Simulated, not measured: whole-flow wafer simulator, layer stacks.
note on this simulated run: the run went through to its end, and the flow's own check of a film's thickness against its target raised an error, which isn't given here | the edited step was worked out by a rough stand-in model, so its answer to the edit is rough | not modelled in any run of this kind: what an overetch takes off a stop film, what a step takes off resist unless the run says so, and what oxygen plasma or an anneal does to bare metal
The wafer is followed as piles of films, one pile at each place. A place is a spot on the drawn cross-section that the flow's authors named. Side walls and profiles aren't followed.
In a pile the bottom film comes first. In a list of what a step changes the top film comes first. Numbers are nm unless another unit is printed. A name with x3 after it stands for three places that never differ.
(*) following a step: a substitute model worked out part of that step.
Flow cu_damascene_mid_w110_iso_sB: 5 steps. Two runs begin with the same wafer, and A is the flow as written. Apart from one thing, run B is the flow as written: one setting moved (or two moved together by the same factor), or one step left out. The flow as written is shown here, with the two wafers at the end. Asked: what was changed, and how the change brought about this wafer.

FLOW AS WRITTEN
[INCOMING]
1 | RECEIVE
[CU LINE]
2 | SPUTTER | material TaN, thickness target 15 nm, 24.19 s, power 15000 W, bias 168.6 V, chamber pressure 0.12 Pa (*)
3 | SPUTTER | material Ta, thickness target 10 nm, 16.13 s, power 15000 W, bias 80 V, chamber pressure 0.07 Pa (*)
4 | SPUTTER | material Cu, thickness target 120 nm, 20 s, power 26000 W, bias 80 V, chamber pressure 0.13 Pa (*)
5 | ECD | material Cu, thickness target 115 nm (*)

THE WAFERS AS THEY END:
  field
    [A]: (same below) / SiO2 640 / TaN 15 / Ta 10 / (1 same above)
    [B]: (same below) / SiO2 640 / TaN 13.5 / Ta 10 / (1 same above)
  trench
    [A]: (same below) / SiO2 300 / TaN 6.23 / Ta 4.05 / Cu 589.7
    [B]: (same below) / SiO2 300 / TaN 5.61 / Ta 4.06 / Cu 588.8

Cause: step 2, SPUTTER: thickness target 13.5 nm was run, while the flow as written has thickness target 15 nm; step 2, SPUTTER: 21.77 s was run, where the flow has 24.19 s.
The wafer lets one read it off: field has TaN 13.5, and step 2 as written asks for 15 nm.

The path from the change to this, step by step:
  2 | SPUTTER | material TaN, thickness target 15 nm, 24.19 s, power 15000 W, bias 168.6 V, chamber pressure 0.12 Pa (*)
      field: A +15 TaN (new film) | B +13.5 TaN (new film)
      trench: A +6.23 TaN (new film) | B +5.61 TaN (new film)
